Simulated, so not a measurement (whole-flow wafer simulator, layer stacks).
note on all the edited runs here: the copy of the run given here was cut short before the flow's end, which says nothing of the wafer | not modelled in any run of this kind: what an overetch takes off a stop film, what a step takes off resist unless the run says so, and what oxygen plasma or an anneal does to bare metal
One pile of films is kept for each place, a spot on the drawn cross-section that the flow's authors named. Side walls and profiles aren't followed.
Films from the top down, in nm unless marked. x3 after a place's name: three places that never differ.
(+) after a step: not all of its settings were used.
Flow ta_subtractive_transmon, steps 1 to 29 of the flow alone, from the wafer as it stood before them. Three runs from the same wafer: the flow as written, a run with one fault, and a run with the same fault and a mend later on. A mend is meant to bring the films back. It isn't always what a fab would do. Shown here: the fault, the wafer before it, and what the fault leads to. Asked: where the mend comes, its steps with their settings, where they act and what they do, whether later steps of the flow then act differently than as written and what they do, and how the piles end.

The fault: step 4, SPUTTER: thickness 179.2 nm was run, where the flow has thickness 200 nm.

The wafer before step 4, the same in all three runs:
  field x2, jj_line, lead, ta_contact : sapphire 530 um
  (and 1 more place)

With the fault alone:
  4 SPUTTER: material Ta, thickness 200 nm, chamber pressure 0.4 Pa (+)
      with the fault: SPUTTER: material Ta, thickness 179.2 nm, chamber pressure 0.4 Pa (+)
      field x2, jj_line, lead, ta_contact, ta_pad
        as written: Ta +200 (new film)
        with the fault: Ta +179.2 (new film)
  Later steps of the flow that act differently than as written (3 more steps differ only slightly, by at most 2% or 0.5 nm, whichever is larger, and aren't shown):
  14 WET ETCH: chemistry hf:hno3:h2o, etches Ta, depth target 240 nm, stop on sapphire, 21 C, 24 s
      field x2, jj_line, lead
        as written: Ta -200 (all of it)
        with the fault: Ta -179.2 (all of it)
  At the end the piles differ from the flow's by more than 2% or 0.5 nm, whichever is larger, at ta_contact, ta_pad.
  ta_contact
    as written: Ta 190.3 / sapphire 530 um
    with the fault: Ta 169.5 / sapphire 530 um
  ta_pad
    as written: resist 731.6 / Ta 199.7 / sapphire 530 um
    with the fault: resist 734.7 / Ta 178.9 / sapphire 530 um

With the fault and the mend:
  The mend comes after step 5.
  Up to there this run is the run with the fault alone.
  5a WET ETCH: chemistry hf:hno3:h2o, etches Ta, depth target 206.2 nm, stop on sapphire, 21 C, 20.62 s
      field x2, jj_line, lead, ta_contact, ta_pad
        Ta -179.2 (all of it)
  5b SPUTTER: material Ta, thickness 200 nm, chamber pressure 0.4 Pa (+) (the flow's step 4 once more)
      field x2, jj_line, lead, ta_contact, ta_pad
        Ta +200 (new film)
  No later step of the flow acts differently than as written at any place that is followed.
  At the end the piles are the same as the flow's at every place that both follow.
